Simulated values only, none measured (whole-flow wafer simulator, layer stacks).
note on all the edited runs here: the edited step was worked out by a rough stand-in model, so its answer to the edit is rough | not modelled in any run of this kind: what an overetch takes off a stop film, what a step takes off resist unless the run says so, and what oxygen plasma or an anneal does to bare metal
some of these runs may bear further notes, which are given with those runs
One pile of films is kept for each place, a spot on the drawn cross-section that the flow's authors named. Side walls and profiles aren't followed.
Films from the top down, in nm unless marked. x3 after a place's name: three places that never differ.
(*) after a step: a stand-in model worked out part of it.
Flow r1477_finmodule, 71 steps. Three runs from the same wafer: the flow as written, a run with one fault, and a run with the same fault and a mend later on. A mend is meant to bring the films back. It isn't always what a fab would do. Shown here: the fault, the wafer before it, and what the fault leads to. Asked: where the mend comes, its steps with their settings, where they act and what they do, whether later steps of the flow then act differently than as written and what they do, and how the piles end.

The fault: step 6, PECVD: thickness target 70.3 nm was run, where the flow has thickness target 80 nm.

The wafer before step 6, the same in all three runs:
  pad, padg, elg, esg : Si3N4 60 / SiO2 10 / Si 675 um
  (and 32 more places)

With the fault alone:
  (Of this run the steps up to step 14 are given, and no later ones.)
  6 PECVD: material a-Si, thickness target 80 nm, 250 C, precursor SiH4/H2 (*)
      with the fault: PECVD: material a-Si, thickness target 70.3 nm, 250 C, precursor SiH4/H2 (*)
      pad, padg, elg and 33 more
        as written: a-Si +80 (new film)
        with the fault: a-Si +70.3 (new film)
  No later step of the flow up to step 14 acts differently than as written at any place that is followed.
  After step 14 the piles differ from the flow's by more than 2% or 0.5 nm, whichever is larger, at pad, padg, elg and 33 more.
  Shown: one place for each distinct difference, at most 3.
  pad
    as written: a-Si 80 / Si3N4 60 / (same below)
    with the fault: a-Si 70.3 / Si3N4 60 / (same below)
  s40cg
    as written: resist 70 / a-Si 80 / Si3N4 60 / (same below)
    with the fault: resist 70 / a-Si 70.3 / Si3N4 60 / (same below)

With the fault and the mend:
  The mend comes after step 7.
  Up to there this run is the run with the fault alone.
  7a ETCH: chemistry tmah, depth target 80.84 nm
      pad, padg, elg and 33 more
        a-Si -70.3 (all of it)
  7b PECVD: material a-Si, thickness target 80 nm, 250 C, precursor SiH4/H2 (*) (the flow's step 6 once more)
      pad, padg, elg and 33 more
        a-Si +80 (new film)
  No later step of the flow acts differently than as written at any place that is followed.
  At the end the piles are the same as the flow's at every place that both follow.
